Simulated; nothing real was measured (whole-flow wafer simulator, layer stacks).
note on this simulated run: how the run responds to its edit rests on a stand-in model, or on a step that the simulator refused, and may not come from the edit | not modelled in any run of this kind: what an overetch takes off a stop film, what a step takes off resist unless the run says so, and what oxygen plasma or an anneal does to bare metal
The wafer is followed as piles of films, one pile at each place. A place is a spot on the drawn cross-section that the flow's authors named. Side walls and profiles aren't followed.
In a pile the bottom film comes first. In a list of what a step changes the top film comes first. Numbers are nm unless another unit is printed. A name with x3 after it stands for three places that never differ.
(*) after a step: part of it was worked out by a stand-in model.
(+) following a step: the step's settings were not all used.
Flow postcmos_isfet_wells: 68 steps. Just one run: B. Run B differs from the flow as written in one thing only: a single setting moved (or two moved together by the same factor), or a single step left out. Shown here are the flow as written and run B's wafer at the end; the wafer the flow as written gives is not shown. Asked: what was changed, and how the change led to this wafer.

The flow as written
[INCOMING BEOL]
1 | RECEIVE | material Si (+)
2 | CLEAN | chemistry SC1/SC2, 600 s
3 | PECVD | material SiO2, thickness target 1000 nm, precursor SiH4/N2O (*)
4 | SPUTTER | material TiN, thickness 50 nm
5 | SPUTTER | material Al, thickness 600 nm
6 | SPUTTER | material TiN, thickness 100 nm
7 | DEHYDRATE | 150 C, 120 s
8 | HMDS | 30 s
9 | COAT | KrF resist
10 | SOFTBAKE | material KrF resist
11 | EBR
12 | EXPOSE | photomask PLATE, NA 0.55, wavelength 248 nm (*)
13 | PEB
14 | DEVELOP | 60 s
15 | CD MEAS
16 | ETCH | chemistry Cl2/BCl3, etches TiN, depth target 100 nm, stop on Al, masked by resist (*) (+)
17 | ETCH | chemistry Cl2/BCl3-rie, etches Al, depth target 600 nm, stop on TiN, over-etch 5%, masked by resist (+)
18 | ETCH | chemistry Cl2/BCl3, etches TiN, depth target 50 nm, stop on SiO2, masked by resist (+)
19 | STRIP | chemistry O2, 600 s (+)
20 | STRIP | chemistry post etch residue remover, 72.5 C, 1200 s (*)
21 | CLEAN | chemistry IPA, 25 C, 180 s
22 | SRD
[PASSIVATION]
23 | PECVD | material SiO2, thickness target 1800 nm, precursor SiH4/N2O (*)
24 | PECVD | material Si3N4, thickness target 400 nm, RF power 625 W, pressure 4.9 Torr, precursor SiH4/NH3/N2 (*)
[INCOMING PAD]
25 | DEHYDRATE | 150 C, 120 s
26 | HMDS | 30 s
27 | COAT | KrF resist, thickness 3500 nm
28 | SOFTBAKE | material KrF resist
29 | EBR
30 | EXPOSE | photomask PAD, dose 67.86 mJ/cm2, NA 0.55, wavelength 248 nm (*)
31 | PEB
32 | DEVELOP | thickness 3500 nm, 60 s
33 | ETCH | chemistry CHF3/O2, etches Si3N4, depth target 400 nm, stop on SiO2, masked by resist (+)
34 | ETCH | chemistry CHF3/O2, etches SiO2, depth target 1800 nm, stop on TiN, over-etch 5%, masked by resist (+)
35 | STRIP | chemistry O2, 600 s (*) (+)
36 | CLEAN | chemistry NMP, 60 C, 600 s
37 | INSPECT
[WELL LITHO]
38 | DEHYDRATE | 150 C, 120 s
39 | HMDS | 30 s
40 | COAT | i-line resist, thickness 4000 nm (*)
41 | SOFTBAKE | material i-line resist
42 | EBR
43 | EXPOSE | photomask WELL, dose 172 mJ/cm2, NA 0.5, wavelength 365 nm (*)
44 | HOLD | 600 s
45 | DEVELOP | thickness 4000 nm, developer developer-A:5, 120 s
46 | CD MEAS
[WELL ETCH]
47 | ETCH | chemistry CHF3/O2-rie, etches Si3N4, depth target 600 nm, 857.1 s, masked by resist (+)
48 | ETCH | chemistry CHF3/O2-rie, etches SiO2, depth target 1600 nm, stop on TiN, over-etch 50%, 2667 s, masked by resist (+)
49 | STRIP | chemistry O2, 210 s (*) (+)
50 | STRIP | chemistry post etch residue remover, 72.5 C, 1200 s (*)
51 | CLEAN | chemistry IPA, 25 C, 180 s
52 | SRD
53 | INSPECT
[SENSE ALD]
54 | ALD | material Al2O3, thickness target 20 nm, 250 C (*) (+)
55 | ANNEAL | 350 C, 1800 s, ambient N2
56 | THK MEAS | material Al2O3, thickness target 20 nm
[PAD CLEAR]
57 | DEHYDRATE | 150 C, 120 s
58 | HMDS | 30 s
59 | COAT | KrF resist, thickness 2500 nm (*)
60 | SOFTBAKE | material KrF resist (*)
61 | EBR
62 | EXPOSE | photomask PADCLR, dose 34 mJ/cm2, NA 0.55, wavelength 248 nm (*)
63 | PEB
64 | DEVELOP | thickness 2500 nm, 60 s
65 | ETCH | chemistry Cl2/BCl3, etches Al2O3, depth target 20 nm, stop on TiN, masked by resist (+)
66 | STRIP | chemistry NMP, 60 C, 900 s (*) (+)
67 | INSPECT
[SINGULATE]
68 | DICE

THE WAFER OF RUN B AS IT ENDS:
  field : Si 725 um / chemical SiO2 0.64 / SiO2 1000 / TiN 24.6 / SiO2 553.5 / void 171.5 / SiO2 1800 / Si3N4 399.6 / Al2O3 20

Cause: step 18, ETCH: depth target 25 nm was run, though the flow has depth target 50 nm.

Step by step, how the change led to this:
  18 | ETCH | chemistry Cl2/BCl3, etches TiN, depth target 50 nm, stop on SiO2, masked by resist (+)
      field: TiN loses 25 (as written it would have been: TiN loses 50 (all of it))
      margin, well900, well1300, well2000, well3000, pad_rim, pad_clr, pad_open: KrF resist loses 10 (as written it would have been: KrF resist loses 20)
  23 | PECVD | material SiO2, thickness target 1800 nm, precursor SiH4/N2O (*)
      field: SiO2 gains 1800 (new film), void gains 171.5 (new film), SiO2 gains 553.5 (new film) (as written it would have been: SiO2 gains 1800 (new film), void gains 189.9 (new film), SiO2 gains 559.7)
Taking metal films that touch as one body, field has 1 body; the flow as written gives 0 bodies.
